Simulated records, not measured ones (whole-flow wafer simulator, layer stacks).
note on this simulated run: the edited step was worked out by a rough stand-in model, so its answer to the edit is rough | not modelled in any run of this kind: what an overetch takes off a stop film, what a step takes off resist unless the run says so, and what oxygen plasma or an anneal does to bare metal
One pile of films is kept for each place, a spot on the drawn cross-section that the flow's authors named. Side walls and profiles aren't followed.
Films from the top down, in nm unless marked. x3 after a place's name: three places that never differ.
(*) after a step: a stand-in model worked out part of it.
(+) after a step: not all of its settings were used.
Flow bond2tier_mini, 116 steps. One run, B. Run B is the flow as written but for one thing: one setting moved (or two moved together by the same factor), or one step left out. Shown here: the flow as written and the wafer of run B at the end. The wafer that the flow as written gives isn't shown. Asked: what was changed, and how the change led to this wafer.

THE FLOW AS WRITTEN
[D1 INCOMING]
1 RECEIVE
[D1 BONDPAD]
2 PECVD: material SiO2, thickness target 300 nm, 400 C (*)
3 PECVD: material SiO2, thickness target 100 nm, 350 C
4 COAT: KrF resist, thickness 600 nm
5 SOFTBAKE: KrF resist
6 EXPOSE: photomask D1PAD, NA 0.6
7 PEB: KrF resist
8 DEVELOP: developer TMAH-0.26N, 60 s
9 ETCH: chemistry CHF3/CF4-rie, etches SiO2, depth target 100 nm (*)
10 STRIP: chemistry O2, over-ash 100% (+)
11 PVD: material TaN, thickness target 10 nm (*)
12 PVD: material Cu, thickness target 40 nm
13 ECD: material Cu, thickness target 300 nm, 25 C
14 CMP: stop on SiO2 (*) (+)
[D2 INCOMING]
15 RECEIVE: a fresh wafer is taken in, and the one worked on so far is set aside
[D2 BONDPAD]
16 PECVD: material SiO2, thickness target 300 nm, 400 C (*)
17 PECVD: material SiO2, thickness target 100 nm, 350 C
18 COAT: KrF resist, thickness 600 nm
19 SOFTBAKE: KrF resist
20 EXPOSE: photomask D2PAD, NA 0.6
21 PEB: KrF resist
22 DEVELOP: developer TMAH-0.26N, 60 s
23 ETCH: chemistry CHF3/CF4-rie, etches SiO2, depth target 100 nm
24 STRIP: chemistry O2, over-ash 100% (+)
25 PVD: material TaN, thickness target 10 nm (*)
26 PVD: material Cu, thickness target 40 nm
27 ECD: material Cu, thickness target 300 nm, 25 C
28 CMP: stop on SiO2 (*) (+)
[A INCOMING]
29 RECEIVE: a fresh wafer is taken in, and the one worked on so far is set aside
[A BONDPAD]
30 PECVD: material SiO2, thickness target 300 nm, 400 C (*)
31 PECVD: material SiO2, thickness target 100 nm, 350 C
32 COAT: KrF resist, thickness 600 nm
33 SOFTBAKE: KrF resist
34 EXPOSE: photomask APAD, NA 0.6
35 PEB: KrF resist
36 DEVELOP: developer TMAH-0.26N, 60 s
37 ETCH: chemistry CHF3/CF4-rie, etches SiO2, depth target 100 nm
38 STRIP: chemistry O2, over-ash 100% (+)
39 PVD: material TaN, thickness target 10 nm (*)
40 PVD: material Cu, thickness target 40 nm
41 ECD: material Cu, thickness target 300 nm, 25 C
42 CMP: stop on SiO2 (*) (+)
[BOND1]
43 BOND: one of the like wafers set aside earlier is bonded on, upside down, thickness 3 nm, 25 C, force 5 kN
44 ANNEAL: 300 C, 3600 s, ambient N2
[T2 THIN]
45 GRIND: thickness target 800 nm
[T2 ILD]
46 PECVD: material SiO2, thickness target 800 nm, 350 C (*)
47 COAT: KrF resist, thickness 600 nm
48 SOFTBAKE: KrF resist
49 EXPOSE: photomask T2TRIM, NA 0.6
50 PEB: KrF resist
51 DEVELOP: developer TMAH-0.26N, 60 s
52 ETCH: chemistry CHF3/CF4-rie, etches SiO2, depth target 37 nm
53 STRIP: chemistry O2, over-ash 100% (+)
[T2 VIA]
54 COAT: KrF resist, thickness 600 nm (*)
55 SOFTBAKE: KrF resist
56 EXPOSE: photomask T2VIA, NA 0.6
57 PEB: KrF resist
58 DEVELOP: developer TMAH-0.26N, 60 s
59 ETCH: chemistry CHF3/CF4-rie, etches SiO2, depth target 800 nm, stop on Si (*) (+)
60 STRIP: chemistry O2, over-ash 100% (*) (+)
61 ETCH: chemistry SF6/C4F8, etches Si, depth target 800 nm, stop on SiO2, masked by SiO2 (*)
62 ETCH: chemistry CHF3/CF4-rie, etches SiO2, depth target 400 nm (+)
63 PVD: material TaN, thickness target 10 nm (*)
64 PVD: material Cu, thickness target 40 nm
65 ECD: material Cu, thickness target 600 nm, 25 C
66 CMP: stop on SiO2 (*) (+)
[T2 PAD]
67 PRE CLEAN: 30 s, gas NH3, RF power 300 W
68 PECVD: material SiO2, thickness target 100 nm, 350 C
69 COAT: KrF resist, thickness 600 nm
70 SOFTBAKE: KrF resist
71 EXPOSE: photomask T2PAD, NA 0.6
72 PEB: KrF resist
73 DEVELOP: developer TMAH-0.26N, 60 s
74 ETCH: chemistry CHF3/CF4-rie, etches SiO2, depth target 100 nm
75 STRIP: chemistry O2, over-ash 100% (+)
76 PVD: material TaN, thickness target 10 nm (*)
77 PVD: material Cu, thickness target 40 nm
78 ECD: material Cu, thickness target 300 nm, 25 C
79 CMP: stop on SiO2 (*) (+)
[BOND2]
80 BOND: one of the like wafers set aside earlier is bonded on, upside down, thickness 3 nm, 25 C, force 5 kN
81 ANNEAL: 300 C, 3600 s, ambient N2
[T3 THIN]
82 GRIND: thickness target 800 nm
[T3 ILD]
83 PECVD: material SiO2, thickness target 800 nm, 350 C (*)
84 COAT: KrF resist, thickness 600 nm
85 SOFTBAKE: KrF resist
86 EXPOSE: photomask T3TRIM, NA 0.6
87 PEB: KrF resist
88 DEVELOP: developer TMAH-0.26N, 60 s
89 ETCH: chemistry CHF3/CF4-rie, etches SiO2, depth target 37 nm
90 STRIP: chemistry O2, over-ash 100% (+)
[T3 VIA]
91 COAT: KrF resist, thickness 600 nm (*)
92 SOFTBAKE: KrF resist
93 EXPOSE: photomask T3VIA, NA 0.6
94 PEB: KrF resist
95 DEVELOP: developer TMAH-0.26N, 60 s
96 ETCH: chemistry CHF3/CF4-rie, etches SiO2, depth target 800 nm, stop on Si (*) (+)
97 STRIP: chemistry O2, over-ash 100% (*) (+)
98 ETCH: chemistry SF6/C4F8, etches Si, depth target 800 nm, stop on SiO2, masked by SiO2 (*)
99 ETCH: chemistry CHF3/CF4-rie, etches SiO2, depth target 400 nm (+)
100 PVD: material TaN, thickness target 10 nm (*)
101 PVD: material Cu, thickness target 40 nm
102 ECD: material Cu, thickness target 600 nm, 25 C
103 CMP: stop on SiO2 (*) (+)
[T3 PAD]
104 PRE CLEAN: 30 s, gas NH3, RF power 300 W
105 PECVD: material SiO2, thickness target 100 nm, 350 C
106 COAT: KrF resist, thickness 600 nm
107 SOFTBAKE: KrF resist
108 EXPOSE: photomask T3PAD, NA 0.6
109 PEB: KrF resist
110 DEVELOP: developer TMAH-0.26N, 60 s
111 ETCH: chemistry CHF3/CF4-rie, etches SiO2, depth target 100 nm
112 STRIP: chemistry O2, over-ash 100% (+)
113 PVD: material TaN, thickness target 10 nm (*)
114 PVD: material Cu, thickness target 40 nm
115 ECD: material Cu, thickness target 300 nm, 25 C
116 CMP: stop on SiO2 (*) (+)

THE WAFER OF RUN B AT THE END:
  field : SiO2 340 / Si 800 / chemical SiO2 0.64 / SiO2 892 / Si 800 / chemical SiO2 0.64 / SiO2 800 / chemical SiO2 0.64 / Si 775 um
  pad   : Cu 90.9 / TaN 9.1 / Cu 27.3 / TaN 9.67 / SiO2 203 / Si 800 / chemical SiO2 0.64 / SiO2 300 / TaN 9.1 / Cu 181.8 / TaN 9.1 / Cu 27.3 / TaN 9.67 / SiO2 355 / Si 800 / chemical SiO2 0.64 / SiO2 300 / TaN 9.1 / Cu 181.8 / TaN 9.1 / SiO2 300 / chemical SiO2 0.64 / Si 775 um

The cause: step 83, PECVD: thickness target 648 nm was run, where the flow has thickness target 800 nm.

How the change led to this, step by step:
  83 PECVD: material SiO2, thickness target 800 nm, 350 C (*)
      field, pad: SiO2 +648 (new film) (as written it would be: SiO2 +800 (new film))
